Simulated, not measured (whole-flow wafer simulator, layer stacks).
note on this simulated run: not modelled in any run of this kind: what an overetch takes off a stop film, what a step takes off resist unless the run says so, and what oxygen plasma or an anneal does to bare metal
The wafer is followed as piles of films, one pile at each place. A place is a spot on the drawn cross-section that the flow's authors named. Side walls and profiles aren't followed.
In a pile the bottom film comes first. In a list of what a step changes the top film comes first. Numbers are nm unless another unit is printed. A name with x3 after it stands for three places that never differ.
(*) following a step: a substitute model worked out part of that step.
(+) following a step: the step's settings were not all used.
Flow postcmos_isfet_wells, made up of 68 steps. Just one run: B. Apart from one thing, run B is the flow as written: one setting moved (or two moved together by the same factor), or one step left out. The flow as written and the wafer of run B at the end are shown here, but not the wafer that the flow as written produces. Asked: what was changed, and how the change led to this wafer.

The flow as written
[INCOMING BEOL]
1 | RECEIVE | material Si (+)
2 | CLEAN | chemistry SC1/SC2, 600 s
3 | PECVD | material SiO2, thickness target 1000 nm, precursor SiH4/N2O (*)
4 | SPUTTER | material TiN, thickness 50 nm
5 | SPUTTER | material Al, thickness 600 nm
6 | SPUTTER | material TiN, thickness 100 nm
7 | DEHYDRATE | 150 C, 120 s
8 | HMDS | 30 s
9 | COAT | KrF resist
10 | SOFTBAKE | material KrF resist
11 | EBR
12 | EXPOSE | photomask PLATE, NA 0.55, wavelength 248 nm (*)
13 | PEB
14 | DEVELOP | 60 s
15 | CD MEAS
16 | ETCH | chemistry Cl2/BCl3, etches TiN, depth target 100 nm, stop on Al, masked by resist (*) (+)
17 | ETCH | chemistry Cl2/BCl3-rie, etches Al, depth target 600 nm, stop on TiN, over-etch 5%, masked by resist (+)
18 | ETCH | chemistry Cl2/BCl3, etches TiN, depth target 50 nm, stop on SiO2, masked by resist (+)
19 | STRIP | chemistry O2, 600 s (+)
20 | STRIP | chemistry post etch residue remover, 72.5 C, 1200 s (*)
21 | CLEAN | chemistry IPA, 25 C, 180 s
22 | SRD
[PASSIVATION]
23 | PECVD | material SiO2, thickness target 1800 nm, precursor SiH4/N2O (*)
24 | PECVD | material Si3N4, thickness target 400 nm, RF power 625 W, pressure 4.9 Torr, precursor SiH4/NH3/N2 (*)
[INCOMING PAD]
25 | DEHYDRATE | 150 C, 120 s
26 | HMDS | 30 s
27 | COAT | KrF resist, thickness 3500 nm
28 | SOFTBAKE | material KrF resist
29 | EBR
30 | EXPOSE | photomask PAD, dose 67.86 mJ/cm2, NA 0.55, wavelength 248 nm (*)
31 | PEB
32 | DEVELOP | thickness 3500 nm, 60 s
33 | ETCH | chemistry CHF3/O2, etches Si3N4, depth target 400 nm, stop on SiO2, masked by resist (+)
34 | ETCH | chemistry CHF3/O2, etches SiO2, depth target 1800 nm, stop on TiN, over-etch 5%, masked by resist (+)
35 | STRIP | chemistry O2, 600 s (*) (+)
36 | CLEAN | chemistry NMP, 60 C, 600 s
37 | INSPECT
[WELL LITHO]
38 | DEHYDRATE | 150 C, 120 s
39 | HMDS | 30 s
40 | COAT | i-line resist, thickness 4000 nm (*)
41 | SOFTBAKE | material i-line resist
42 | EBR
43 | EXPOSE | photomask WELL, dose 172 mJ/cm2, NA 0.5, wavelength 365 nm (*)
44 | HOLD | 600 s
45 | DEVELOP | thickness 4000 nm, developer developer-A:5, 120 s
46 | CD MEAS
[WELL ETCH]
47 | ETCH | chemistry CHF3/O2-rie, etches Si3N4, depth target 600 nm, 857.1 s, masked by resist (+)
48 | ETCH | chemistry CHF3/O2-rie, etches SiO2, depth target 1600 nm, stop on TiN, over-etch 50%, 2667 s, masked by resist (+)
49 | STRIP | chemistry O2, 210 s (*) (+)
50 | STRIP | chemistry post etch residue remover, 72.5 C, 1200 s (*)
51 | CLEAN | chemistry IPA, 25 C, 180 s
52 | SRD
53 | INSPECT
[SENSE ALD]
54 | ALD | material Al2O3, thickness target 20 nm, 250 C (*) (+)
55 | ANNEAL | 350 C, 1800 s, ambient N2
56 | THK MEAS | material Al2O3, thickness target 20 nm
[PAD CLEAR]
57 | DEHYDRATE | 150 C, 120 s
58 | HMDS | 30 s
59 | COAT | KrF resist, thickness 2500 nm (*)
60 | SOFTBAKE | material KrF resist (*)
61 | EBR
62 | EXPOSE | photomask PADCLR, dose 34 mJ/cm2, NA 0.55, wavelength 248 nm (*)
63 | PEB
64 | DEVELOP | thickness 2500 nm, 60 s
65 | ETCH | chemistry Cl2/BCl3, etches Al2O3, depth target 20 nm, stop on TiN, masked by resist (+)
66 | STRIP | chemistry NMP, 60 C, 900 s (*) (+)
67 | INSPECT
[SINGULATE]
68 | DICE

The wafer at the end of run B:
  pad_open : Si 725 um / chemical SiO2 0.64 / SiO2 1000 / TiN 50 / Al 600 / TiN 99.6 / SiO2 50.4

The reason: step 33, ETCH: depth target 352 nm was run, though the flow has depth target 400 nm.

Step by step, how the change led to this:
  33 | ETCH | chemistry CHF3/O2, etches Si3N4, depth target 400 nm, stop on SiO2, masked by resist (+)
      pad_open: Si3N4 loses 352 (it would be, as written: Si3N4 loses 400 (all of it))
      field, margin, well900, well1300 x3, pad_rim, pad_clr: KrF resist loses 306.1 (it would be, as written: KrF resist loses 347.8)
  34 | ETCH | chemistry CHF3/O2, etches SiO2, depth target 1800 nm, stop on TiN, over-etch 5%, masked by resist (+)
      pad_open: Si3N4 loses 48 (all of it), SiO2 loses 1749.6 (it would be, as written: SiO2 loses 1800 (all of it))
  35 | STRIP | chemistry O2, 600 s (*) (+)
      field, margin, well900, well1300 x3, pad_rim, pad_clr: KrF resist loses 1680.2 (all of it) (it would be, as written: KrF resist loses 1638.4 (all of it))
  41 | SOFTBAKE | material i-line resist
      pad_clr: i-line resist loses 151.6 (it would be, as written: i-line resist loses 156.7)
